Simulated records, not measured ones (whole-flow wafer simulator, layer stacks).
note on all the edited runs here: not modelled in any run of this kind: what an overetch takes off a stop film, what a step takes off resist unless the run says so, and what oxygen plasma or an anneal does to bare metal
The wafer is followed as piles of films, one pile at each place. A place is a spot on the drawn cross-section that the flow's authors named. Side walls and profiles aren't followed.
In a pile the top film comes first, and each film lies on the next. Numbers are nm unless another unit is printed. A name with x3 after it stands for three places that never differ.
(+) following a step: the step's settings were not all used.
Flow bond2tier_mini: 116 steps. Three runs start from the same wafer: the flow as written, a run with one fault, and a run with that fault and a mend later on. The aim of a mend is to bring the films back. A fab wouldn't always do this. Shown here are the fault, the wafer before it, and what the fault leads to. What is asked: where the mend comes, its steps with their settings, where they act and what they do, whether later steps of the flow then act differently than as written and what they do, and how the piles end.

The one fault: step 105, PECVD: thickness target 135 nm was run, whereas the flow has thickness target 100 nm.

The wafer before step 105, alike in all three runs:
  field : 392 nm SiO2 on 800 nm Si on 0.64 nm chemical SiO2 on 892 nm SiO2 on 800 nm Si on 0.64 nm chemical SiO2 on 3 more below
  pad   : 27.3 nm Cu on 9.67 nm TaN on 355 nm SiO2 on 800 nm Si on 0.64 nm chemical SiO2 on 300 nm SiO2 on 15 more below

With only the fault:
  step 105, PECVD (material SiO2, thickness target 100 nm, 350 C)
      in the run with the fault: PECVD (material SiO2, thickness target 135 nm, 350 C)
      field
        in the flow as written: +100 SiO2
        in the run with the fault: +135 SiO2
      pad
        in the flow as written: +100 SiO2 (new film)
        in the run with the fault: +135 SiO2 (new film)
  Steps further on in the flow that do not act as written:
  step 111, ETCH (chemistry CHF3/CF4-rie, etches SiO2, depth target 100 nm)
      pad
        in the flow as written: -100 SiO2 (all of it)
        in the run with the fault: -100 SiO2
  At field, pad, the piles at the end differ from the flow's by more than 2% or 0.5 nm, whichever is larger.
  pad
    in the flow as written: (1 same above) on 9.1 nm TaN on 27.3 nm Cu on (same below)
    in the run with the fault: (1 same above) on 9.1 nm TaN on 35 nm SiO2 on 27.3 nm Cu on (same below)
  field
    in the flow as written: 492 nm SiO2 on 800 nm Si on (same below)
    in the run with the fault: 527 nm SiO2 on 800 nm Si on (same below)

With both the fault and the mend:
  The mend follows step 110.
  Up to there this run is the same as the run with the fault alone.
  step 111, ETCH (chemistry CHF3/CF4-rie, etches SiO2, depth target 135 nm) (the flow's step 111, where the flow has depth target 100 nm)
      field
        -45 KrF resist
      pad
        -135 SiO2 (all of it)
  Steps further on in the flow that do not act as written (not shown: 1 more step that differs only slightly, by at most 2% or 0.5 nm, whichever is larger):
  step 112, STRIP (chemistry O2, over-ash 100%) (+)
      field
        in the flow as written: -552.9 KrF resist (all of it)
        in the run with the mend: -541.3 KrF resist (all of it)
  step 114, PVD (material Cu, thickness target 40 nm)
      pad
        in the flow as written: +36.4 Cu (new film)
        in the run with the mend: +35.2 Cu (new film)
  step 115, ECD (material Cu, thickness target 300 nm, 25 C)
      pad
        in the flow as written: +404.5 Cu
        in the run with the mend: +441 Cu
  At field, pad, the piles at the end differ from the flow's by more than 2% or 0.5 nm, whichever is larger.
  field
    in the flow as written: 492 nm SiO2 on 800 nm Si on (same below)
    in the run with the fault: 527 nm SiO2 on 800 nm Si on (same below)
    in the run with the mend: 527 nm SiO2 on 800 nm Si on (same below)
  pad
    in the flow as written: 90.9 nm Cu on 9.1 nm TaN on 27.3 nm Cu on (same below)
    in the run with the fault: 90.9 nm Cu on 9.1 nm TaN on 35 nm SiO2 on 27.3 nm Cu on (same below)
    in the run with the mend: 126.2 nm Cu on 8.81 nm TaN on 27.3 nm Cu on (same below)
